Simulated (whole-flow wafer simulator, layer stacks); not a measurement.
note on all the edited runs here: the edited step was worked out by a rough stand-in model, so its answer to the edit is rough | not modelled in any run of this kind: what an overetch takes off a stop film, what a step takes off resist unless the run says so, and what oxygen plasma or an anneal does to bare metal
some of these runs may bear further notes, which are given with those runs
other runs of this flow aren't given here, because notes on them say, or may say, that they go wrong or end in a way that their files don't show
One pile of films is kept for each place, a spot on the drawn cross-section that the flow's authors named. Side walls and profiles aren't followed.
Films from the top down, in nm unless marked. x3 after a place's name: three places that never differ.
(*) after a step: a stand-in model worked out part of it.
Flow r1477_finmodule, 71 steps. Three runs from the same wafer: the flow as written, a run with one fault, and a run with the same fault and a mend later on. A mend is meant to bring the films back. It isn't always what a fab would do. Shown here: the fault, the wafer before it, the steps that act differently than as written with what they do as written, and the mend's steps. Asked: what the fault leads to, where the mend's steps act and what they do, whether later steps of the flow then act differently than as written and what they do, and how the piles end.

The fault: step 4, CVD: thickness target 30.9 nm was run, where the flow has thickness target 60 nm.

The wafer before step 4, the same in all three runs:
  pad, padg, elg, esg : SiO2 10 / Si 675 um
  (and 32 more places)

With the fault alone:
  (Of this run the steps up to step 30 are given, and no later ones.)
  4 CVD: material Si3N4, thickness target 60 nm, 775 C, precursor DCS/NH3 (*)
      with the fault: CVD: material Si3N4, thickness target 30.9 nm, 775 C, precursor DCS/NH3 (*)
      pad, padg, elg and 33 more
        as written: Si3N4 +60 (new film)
        with the fault: Si3N4 +30.9 (new film)
  No later step of the flow up to step 30 acts differently than as written at any place that is followed.
  After step 30 the piles differ from the flow's by more than 2% or 0.5 nm, whichever is larger, at pad, padg, elg and 33 more.
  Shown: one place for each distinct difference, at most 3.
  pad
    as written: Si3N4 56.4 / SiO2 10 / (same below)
    with the fault: Si3N4 27.3 / SiO2 10 / (same below)
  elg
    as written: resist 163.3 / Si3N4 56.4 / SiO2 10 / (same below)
    with the fault: resist 163.3 / Si3N4 27.3 / SiO2 10 / (same below)
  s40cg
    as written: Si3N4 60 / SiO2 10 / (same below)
    with the fault: Si3N4 30.9 / SiO2 10 / (same below)

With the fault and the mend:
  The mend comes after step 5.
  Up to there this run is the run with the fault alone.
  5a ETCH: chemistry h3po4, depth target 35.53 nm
      pad, padg, elg and 33 more
        Si3N4 -30.9 (all of it)
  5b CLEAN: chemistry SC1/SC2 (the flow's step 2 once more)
      changes no film at any place that is followed
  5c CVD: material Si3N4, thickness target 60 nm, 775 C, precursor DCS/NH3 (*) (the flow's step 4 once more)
      pad, padg, elg and 33 more
        Si3N4 +60 (new film)
  No later step of the flow acts differently than as written at any place that is followed.
  At the end the piles are the same as the flow's at every place that both follow.
